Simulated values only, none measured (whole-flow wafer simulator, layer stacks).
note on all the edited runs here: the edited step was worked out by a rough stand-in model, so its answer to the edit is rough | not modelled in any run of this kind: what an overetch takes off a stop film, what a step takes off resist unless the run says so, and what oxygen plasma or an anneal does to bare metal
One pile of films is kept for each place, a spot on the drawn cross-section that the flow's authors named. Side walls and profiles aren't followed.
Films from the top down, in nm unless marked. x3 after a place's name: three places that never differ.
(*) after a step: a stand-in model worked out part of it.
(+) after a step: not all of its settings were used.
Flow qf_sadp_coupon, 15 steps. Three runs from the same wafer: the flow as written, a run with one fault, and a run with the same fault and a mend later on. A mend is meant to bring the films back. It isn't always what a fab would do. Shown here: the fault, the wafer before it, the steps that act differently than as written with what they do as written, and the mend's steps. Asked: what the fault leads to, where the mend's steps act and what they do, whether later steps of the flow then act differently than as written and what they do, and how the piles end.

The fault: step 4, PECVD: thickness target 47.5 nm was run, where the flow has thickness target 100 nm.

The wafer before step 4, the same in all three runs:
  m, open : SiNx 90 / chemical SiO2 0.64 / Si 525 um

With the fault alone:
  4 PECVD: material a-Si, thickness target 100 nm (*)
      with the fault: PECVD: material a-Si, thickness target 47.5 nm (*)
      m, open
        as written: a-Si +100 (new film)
        with the fault: a-Si +47.5 (new film)
  Later steps of the flow that act differently than as written:
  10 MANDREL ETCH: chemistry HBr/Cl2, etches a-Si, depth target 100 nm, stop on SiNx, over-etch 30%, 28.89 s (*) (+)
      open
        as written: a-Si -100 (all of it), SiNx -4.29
        with the fault: a-Si -47.5 (all of it), SiNx -11.8
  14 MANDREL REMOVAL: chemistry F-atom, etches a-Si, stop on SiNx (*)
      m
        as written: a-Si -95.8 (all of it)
        with the fault: a-Si -43.3 (all of it)
  At the end the piles differ from the flow's by more than 2% or 0.5 nm, whichever is larger, at open.
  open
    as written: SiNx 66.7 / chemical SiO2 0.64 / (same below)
    with the fault: SiNx 59.2 / chemical SiO2 0.64 / (same below)

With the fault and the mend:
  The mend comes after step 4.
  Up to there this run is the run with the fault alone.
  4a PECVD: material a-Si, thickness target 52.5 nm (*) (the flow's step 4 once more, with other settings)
      m, open
        a-Si +52.5
  No later step of the flow acts differently than as written at any place that is followed.
  At the end the piles are the same as the flow's at every place that both follow.
